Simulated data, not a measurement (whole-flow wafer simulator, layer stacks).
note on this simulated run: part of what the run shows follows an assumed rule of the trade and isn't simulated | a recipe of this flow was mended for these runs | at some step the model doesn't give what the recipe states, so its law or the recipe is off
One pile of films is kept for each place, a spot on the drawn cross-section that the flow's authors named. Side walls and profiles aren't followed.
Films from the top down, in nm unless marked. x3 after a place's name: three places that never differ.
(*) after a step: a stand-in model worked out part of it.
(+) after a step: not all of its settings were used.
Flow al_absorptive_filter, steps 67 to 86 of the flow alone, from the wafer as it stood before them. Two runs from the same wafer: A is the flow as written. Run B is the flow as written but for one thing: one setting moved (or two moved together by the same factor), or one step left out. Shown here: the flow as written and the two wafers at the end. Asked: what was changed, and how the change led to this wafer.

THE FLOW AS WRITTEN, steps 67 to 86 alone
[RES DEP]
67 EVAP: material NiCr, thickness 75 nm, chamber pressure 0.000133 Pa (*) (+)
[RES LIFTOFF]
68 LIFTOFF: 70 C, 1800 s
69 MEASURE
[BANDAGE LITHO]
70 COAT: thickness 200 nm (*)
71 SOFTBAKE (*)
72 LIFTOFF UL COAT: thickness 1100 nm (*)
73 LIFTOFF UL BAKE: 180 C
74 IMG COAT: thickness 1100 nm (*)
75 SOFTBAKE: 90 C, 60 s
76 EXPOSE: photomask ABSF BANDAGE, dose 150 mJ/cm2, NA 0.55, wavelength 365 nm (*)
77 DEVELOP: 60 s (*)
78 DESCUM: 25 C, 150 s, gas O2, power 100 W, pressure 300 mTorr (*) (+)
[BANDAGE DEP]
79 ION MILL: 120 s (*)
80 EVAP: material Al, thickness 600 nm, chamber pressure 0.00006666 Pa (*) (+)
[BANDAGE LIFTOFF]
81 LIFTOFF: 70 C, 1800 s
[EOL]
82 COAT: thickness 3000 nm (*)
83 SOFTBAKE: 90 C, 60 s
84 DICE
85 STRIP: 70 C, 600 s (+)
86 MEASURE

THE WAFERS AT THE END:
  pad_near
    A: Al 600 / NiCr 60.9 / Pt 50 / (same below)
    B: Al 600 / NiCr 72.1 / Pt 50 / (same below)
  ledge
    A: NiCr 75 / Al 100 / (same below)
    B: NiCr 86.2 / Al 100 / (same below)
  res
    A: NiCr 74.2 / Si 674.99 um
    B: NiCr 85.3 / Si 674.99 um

The cause: step 67, EVAP: thickness 86.25 nm was run, where the flow has thickness 75 nm.
It can be read off the wafer: ledge has NiCr 86.2, and step 67 as written asks for 75 nm.

How the change led to this, step by step:
  67 EVAP: material NiCr, thickness 75 nm, chamber pressure 0.000133 Pa (*) (+)
      gnd, pad_far, ledge and 9 more: A NiCr +75 (new film) | B NiCr +86.2 (new film)
      pad_near: A NiCr +74.2 (new film) | B NiCr +85.4 (new film)
      (and at 1 more place)
  68 LIFTOFF: 70 C, 1800 s
      xa_field, xl_land, idc_field: A NiCr -75 (all of it), i-line-resist -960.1 (all of it), lift-off-underlayer -1100 (all of it), acrylic-e-beam-resist -200 (all of it) | B NiCr -86.2 (all of it), i-line-resist -960.1 (all of it), lift-off-underlayer -1100 (all of it), acrylic-e-beam-resist -200 (all of it)
      gnd: A NiCr -75 (all of it), i-line-resist -959.5 (all of it), lift-off-underlayer -1100.9 (all of it), acrylic-e-beam-resist -200.6 (all of it) | B NiCr -86.2 (all of it), i-line-resist -959.5 (all of it), lift-off-underlayer -1100.9 (all of it), acrylic-e-beam-resist -200.6 (all of it)
      (and at 7 more places)
  83 SOFTBAKE: 90 C, 60 s
      ledge: A i-line-resist -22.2 | B i-line-resist -22.9
      res: A i-line-resist -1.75 | B i-line-resist -2.4
